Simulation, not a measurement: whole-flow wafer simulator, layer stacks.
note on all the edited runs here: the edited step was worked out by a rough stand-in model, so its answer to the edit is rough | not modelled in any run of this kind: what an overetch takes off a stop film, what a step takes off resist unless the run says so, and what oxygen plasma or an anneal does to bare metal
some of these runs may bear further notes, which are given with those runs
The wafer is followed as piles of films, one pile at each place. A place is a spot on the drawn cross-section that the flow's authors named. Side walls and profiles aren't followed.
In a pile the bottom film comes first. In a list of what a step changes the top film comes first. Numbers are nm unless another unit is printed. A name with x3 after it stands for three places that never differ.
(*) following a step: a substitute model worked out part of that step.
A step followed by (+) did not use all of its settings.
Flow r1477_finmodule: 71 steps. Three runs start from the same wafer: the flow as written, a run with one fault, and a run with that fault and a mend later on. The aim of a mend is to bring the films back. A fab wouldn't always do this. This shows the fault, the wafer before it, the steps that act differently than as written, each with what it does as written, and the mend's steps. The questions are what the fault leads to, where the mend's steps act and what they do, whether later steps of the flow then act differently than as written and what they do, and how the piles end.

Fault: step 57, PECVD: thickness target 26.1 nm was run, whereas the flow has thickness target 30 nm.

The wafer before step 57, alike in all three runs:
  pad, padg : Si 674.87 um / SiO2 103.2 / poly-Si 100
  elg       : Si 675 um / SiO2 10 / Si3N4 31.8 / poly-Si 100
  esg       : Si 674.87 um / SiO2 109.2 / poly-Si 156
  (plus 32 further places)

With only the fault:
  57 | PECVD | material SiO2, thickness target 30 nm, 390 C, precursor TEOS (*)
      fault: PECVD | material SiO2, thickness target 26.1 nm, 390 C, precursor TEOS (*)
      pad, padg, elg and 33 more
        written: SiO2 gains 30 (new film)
        fault: SiO2 gains 26.1 (new film)
  Steps further on in the flow that do not act as written (not shown: 1 more step that differs only slightly, by at most 2% or 0.5 nm, whichever is larger):
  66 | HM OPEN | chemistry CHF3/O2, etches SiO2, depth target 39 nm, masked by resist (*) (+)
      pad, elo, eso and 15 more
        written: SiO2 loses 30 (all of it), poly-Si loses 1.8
        fault: SiO2 loses 26.1 (all of it), poly-Si loses 2.58
  By the end, the piles at padg, elg, esg and 15 more depart from the flow's by more than 2% or 0.5 nm, whichever is larger.
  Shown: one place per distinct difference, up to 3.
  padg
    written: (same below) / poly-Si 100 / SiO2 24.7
    fault: (same below) / poly-Si 100 / SiO2 20.8
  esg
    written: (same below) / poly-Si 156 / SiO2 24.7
    fault: (same below) / poly-Si 156 / SiO2 20.8
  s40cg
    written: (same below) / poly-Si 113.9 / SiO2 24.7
    fault: (same below) / poly-Si 113.9 / SiO2 20.8

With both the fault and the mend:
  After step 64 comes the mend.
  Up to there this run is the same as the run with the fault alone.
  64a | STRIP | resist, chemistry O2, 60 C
      padg, elg, esg
        resist loses 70 (all of it)
      e40lg, e100lg, e200lg
        resist loses 66.9 (all of it)
      s40sg, s45sg
        resist loses 91 (all of it)
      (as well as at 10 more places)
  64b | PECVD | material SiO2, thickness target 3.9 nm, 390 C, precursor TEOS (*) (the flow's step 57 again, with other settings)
      pad, padg, elg and 33 more
        SiO2 gains 3.9
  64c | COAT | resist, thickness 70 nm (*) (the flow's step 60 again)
      e40lg, e100lg, e200lg, elo, e40lo, e100lo, e200lo
        resist gains 66.9 (new film)
      pad, padg, elg, esg
        resist gains 70 (new film)
      s40sg, s45sg, s40so, s45so
        resist gains 91 (new film)
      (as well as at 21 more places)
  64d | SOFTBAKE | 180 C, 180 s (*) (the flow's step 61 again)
      does not change any film at any place that is followed
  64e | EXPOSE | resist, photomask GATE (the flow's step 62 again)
      does not change any film at any place that is followed
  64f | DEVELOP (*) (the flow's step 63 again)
      elo, e40lo, e100lo, e200lo
        resist loses 66.9 (all of it)
      eso, e40so
        resist loses 129.5 (all of it)
      s40so, s45so
        resist loses 91 (all of it)
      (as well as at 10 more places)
  Later steps of the flow that are run all act as written at every place that is followed.
  The piles end the same as the flow's at every place that both follow.
